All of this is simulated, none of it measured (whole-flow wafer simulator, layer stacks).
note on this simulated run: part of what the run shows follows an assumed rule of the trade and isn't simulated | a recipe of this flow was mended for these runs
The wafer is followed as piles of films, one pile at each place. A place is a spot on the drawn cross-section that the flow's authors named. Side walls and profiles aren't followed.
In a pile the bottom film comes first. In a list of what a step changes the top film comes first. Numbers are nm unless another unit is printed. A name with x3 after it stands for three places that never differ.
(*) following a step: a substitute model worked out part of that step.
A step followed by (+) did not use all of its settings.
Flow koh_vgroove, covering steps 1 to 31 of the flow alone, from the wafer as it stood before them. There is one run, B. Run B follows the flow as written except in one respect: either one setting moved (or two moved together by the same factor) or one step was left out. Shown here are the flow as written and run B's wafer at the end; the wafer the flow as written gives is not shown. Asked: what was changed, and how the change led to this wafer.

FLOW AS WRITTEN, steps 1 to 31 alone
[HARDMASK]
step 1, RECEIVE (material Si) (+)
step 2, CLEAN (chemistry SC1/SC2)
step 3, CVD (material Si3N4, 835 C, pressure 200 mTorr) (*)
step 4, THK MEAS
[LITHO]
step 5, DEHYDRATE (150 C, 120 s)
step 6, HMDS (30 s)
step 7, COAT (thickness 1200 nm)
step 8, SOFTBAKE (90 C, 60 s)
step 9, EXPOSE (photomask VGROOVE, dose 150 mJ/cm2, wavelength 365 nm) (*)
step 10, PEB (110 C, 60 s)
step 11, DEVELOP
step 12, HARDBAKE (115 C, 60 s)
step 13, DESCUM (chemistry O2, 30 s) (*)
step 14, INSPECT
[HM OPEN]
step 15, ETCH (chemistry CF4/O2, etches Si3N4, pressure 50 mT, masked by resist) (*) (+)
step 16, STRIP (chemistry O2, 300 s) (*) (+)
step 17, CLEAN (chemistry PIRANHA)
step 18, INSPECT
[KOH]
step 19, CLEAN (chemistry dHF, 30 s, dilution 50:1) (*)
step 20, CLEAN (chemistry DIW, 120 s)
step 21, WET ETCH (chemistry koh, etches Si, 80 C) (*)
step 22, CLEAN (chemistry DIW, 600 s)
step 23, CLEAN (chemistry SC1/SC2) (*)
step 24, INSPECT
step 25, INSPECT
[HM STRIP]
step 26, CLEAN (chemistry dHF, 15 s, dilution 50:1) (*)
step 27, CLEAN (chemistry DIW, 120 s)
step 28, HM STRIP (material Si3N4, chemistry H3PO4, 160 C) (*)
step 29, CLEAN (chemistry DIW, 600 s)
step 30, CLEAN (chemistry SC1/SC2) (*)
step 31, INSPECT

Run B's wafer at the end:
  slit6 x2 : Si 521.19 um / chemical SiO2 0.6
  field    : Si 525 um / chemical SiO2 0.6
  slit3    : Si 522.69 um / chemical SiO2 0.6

What caused this: step 3, CVD: pressure 128 mTorr was run, whereas the flow has pressure 200 mTorr.

Step by step, how the change led to this:
  step 3, CVD (material Si3N4, 835 C, pressure 200 mTorr) (*)
      field, slit3, slit2, slit6 x2: Si3N4 gains 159 (new film) (it would be, as written: Si3N4 gains 200 (new film))
  step 15, ETCH (chemistry CF4/O2, etches Si3N4, pressure 50 mT, masked by resist) (*) (+)
      slit3, slit2, slit6 x2: Si3N4 loses 159 (all of it), chemical SiO2 loses 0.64 (all of it), Si loses 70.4 (it would be, as written: Si3N4 loses 200 (all of it), chemical SiO2 loses 0.64 (all of it), Si loses 29.4)
  step 28, HM STRIP (material Si3N4, chemistry H3PO4, 160 C) (*)
      field: Si3N4 loses 157.7 (all of it), chemical SiO2 loses 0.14, Si loses 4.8 (it would be, as written: Si3N4 loses 198.7 (all of it), chemical SiO2 loses 0.14, Si loses 2.75)
